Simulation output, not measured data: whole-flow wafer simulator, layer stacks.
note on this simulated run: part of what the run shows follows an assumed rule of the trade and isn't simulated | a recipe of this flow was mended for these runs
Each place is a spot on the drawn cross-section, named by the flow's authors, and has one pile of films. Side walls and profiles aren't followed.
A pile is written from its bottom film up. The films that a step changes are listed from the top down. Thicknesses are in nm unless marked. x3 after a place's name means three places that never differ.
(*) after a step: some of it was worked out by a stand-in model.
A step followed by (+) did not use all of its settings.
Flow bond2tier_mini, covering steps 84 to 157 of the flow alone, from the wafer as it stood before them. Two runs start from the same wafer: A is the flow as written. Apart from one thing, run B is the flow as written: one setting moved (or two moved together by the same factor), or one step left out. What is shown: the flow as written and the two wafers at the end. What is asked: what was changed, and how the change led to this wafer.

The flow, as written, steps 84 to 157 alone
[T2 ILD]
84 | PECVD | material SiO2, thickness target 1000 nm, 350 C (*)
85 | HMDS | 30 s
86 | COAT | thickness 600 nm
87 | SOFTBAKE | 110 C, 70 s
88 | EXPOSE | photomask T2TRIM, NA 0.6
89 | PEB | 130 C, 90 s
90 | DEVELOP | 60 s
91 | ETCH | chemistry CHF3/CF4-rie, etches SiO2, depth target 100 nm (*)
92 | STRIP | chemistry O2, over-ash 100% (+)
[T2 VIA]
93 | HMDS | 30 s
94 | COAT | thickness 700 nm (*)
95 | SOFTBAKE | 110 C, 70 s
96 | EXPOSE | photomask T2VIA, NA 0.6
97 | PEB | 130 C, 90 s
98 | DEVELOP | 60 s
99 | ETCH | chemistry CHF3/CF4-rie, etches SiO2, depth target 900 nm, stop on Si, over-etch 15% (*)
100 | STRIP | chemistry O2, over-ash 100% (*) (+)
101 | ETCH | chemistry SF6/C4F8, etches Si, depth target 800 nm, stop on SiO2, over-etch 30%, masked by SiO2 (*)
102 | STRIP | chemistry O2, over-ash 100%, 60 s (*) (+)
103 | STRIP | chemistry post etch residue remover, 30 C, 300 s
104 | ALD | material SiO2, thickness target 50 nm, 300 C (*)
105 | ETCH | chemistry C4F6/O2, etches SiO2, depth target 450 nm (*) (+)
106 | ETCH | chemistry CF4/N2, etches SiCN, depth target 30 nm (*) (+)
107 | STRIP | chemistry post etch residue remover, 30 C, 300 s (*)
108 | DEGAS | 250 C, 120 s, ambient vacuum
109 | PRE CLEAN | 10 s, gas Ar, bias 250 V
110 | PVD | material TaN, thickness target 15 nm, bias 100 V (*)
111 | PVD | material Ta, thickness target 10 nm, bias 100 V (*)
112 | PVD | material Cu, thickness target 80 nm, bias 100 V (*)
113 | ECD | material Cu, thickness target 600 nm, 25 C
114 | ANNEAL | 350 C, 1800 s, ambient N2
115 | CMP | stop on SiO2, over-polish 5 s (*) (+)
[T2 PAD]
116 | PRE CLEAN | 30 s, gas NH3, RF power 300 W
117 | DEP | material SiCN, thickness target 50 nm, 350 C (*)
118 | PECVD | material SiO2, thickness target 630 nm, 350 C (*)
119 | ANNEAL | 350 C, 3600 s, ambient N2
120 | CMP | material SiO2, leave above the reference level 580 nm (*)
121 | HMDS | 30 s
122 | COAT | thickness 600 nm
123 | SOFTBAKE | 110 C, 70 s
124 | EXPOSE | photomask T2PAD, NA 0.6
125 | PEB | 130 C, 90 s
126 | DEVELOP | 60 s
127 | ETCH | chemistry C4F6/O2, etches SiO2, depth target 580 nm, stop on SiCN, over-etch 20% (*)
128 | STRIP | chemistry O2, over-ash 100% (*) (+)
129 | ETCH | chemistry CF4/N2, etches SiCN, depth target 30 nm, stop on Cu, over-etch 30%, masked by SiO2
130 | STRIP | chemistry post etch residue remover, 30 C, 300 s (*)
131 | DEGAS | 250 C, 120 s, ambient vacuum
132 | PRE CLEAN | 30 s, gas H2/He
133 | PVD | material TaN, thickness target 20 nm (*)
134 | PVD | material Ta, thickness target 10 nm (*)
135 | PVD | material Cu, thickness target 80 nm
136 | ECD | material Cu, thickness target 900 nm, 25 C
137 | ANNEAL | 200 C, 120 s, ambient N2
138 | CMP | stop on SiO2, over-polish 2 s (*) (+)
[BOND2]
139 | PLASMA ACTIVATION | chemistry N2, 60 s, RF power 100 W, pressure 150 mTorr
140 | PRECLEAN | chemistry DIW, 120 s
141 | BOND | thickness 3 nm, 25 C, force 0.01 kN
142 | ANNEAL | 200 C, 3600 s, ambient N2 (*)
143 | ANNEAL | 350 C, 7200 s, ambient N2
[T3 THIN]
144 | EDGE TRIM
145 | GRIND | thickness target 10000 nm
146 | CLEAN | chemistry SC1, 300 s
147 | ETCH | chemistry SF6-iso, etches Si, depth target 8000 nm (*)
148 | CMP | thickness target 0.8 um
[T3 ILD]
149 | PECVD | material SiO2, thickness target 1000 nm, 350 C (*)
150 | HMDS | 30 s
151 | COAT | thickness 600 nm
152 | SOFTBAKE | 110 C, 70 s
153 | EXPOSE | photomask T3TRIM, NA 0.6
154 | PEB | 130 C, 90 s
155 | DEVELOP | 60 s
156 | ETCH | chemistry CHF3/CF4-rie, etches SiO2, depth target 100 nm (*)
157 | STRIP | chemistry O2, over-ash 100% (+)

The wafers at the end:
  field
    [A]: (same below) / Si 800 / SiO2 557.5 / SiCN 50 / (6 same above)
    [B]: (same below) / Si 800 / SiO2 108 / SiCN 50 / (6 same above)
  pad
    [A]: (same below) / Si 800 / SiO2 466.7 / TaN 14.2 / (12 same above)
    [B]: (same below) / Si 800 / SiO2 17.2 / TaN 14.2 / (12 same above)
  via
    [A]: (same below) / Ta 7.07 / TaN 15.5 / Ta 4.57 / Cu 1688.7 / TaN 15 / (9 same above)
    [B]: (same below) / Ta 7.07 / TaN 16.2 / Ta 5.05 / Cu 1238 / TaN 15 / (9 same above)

What caused this: step 84, PECVD: thickness target 550 nm was run, while the flow as written has thickness target 1000 nm.

The path from the change to this, step by step:
  84 | PECVD | material SiO2, thickness target 1000 nm, 350 C (*)
      field, pad, via: A +1000 SiO2 (new film) | B +550 SiO2 (new film)
  99 | ETCH | chemistry CHF3/CF4-rie, etches SiO2, depth target 900 nm, stop on Si, over-etch 15% (*)
      field, pad: A -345 thick-KrF-resist | B -172.5 thick-KrF-resist
      via: A -900 SiO2 (all of it), -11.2 Si | B -450 SiO2 (all of it), -48.8 Si
  100 | STRIP | chemistry O2, over-ash 100% (*) (+)
      field: A -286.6 thick-KrF-resist (all of it) | B -459.1 thick-KrF-resist (all of it)
      pad: A -372.9 thick-KrF-resist (all of it) | B -545.4 thick-KrF-resist (all of it)
  101 | ETCH | chemistry SF6/C4F8, etches Si, depth target 800 nm, stop on SiO2, over-etch 30%, masked by SiO2 (*)
      field, pad: A -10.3 SiO2 | B -9.77 SiO2
      via: A -788.8 Si (all of it), -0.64 chemical SiO2 (all of it), -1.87 SiO2 | B -751.2 Si (all of it), -0.64 chemical SiO2 (all of it), -2.24 SiO2
  110 | PVD | material TaN, thickness target 15 nm, bias 100 V (*)
      via: A +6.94 TaN | B +7.66 TaN
  112 | PVD | material Cu, thickness target 80 nm, bias 100 V (*)
      via: A +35 Cu (new film) | B +39 Cu (new film)
  113 | ECD | material Cu, thickness target 600 nm, 25 C
      via: A +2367 Cu | B +1912.3 Cu
